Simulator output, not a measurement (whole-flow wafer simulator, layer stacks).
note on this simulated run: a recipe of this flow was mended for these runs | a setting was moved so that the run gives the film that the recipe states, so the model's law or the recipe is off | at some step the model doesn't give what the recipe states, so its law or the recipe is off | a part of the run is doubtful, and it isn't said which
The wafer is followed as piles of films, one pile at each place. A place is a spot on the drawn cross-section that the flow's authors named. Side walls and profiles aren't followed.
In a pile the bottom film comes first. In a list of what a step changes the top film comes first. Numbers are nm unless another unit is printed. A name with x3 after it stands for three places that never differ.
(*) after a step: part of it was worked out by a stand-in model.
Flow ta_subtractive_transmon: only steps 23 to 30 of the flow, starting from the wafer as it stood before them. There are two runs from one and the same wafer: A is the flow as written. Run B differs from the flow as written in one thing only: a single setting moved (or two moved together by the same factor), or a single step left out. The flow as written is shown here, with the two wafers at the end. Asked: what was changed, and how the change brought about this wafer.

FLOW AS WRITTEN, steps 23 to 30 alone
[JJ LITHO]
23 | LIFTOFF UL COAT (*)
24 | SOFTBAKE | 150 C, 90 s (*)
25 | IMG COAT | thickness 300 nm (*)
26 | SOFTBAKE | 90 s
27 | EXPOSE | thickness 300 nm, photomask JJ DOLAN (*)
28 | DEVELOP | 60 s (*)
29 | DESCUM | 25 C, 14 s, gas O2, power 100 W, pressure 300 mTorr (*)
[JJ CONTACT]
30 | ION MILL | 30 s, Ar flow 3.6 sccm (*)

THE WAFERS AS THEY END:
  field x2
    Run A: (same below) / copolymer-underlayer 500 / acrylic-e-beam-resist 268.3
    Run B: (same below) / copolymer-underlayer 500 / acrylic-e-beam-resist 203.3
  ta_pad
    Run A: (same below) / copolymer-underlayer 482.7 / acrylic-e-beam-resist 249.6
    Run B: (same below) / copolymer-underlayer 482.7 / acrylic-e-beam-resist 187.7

The reason: step 25, IMG COAT: thickness 235 nm was run, though the flow has thickness 300 nm; step 27, EXPOSE: thickness 235 nm was run, where the flow has thickness 300 nm.

How this came from the change, step by step:
  25 | IMG COAT | thickness 300 nm (*)
      field x2, jj_line: A +300 acrylic-e-beam-resist (new film) | B +235 acrylic-e-beam-resist (new film)
      lead: A +312.5 acrylic-e-beam-resist (new film) | B +245.6 acrylic-e-beam-resist (new film)
      (and at 2 other places as well)
  28 | DEVELOP | 60 s (*)
      jj_line: A -300 acrylic-e-beam-resist (all of it), -500 copolymer-underlayer (all of it) | B -235 acrylic-e-beam-resist (all of it), -500 copolymer-underlayer (all of it)
      lead: A -312.5 acrylic-e-beam-resist (all of it), -554.7 copolymer-underlayer (all of it) | B -245.6 acrylic-e-beam-resist (all of it), -554.7 copolymer-underlayer (all of it)
      (and at 1 other place as well)
